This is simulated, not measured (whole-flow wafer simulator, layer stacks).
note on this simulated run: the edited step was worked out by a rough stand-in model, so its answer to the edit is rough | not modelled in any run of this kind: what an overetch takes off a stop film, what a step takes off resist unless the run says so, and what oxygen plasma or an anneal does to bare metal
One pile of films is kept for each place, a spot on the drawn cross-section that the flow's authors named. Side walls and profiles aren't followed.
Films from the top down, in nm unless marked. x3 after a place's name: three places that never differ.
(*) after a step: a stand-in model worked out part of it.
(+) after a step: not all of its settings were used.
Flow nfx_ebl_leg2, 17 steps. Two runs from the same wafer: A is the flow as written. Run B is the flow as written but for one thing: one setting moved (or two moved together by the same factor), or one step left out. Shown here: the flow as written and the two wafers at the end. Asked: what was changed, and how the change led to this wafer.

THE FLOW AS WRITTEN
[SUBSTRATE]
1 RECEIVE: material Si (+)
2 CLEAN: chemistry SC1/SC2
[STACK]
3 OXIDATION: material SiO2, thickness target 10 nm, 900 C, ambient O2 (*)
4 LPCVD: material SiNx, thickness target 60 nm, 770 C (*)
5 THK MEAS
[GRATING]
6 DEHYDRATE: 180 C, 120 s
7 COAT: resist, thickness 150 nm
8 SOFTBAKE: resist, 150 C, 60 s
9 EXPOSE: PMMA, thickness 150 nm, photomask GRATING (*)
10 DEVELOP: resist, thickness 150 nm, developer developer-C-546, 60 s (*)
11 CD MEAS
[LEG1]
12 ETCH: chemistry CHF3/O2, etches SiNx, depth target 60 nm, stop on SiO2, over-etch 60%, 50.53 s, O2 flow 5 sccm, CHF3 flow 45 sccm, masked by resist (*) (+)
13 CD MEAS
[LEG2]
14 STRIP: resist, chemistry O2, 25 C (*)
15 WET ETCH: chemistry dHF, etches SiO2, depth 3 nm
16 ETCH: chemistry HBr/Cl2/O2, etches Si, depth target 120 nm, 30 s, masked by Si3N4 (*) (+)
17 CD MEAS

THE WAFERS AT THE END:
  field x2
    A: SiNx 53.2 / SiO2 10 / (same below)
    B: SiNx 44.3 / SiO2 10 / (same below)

The cause: step 4, LPCVD: thickness target 51.1 nm was run, where the flow has thickness target 60 nm.

How the change led to this, step by step:
  4 LPCVD: material SiNx, thickness target 60 nm, 770 C (*)
      field x2, pad x2: A SiNx +60 (new film) | B SiNx +51.1 (new film)
  12 ETCH: chemistry CHF3/O2, etches SiNx, depth target 60 nm, stop on SiO2, over-etch 60%, 50.53 s, O2 flow 5 sccm, CHF3 flow 45 sccm, masked by resist (*) (+)
      pad x2: A SiNx -60 (all of it), SiO2 -10 (all of it) | B SiNx -51.1 (all of it), SiO2 -10 (all of it)
